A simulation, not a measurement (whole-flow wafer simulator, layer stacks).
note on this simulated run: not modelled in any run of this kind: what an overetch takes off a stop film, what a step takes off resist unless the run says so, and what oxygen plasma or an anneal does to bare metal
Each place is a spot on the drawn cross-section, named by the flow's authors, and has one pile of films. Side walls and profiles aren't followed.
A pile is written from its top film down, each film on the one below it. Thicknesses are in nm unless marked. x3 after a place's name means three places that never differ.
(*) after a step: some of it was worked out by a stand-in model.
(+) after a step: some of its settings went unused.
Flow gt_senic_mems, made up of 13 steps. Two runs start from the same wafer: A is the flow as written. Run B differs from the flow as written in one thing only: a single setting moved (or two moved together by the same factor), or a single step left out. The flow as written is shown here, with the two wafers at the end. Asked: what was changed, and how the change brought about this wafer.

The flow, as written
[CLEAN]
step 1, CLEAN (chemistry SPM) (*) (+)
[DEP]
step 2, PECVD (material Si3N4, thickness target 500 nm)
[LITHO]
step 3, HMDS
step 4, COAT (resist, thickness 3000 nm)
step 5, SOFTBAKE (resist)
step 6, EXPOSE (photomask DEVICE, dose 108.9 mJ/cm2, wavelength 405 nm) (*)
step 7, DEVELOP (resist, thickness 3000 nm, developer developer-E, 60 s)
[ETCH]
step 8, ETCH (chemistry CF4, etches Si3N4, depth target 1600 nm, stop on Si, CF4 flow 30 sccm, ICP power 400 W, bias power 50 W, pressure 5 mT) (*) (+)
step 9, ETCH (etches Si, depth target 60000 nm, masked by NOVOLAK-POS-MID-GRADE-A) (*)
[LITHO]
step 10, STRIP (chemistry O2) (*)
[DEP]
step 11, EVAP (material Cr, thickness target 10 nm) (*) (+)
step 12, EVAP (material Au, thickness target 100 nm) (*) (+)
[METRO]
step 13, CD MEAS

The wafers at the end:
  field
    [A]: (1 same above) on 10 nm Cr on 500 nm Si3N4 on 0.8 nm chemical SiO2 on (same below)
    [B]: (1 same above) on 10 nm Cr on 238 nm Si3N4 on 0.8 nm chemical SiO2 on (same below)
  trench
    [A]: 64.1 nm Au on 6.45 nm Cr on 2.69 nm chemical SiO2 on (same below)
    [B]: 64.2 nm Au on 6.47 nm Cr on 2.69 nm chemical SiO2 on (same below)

What caused this: step 2, PECVD: thickness target 238 nm was run, though the flow has thickness target 500 nm.
The wafer itself shows it: field has Si3N4 238, and step 2 as written asks for 500 nm.

The path from the change to this, step by step:
  step 2, PECVD (material Si3N4, thickness target 500 nm)
      field, trench: A Si3N4 gains 500 (new film) | B Si3N4 gains 238 (new film)
  step 8, ETCH (chemistry CF4, etches Si3N4, depth target 1600 nm, stop on Si, CF4 flow 30 sccm, ICP power 400 W, bias power 50 W, pressure 5 mT) (*) (+)
      field: A resist loses 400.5 | B resist loses 225.9
      trench: A Si3N4 loses 500 (all of it), chemical SiO2 loses 0.8 (all of it) | B Si3N4 loses 238 (all of it), chemical SiO2 loses 0.8 (all of it)
  step 10, STRIP (chemistry O2) (*)
      field: A resist loses 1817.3 (all of it) | B resist loses 1992 (all of it)
